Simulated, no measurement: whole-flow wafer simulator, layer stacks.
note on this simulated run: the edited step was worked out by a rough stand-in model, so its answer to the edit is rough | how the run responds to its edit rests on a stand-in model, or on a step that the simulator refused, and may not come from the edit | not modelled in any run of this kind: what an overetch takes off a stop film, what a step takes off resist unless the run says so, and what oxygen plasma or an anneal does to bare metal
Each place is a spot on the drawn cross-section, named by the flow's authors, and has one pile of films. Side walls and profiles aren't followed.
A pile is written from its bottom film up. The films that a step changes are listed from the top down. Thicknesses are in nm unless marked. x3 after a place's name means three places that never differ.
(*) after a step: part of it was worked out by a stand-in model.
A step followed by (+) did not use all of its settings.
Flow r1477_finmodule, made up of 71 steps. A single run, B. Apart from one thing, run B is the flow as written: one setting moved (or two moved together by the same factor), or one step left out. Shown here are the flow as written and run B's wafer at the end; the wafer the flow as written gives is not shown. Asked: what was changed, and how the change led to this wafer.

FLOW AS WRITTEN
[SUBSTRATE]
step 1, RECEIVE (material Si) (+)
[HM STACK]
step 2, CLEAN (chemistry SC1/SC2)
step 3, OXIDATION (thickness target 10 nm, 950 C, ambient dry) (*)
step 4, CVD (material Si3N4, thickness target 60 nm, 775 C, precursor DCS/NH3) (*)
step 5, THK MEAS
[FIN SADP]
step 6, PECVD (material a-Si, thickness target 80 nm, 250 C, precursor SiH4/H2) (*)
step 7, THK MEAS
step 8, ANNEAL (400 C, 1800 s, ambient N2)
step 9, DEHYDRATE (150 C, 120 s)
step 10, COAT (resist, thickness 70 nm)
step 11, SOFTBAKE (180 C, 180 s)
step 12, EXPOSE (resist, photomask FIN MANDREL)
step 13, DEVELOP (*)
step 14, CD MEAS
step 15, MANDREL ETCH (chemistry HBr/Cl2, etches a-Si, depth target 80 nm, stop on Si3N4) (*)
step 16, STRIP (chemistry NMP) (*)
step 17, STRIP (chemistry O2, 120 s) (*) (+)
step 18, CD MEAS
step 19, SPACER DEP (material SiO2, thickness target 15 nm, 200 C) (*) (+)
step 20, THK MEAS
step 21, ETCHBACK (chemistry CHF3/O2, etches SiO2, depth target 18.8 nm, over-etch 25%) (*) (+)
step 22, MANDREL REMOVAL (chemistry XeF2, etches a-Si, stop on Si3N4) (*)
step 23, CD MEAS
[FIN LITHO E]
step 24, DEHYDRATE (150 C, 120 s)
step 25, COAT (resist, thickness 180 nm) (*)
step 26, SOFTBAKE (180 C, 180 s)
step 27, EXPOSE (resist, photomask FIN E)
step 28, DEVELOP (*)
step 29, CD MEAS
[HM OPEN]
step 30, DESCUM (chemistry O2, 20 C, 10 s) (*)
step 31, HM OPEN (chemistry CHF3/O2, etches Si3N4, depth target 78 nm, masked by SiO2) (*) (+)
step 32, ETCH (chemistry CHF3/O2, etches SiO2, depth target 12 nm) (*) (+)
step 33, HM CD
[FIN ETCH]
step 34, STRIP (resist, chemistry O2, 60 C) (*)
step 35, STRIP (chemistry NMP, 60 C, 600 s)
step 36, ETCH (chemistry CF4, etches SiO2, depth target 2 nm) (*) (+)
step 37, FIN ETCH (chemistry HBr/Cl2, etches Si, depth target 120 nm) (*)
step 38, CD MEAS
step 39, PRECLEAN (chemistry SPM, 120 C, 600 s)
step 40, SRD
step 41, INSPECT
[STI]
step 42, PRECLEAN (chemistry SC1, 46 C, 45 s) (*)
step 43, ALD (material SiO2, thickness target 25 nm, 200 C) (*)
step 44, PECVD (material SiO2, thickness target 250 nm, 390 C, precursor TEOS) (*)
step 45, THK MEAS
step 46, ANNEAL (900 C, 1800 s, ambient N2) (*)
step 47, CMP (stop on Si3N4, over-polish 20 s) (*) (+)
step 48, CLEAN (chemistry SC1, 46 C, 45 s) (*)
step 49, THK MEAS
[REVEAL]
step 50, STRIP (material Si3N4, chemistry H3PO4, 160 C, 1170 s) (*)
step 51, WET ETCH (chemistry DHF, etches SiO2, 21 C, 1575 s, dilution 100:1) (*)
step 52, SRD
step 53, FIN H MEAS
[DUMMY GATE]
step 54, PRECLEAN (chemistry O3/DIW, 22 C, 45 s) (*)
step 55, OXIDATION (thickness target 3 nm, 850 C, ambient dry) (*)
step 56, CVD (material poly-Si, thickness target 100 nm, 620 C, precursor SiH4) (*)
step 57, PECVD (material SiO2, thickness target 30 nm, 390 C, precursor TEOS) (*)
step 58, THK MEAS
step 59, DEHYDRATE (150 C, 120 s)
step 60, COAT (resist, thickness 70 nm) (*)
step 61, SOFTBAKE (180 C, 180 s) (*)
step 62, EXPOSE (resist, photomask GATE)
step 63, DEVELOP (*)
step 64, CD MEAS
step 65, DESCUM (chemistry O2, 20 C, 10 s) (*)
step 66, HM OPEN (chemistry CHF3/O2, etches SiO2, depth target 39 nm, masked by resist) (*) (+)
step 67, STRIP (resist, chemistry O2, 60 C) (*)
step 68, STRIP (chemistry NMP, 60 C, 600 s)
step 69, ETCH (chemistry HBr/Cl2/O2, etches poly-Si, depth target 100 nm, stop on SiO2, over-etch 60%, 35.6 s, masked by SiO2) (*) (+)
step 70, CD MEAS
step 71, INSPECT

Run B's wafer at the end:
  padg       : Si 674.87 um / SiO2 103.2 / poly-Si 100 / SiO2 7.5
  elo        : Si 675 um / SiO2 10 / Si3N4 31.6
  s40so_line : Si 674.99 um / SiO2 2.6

Cause: step 57, PECVD: thickness target 12.8 nm was run, whereas the flow has thickness target 30 nm.

The path from the change to this, step by step:
  step 57, PECVD (material SiO2, thickness target 30 nm, 390 C, precursor TEOS) (*)
      pad, padg, elg and 33 more: +12.8 SiO2 (new film) (in the flow as written it would be: +30 SiO2 (new film))
  step 66, HM OPEN (chemistry CHF3/O2, etches SiO2, depth target 39 nm, masked by resist) (*) (+)
      pad, elo, eso and 15 more: -12.8 SiO2 (all of it), -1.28 poly-Si (in the flow as written it would be: -30 SiO2 (all of it), -1.8 poly-Si)
      padg, elg, esg and 15 more: -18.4 resist (in the flow as written it would be: -37.4 resist)
  step 67, STRIP (resist, chemistry O2, 60 C) (*)
      padg, elg, esg: -34.9 resist (all of it) (in the flow as written it would be: -15.9 resist (all of it))
      e40lg, e100lg: -31.7 resist (all of it) (in the flow as written it would be: -12.8 resist (all of it))
      (and at 13 other places as well)
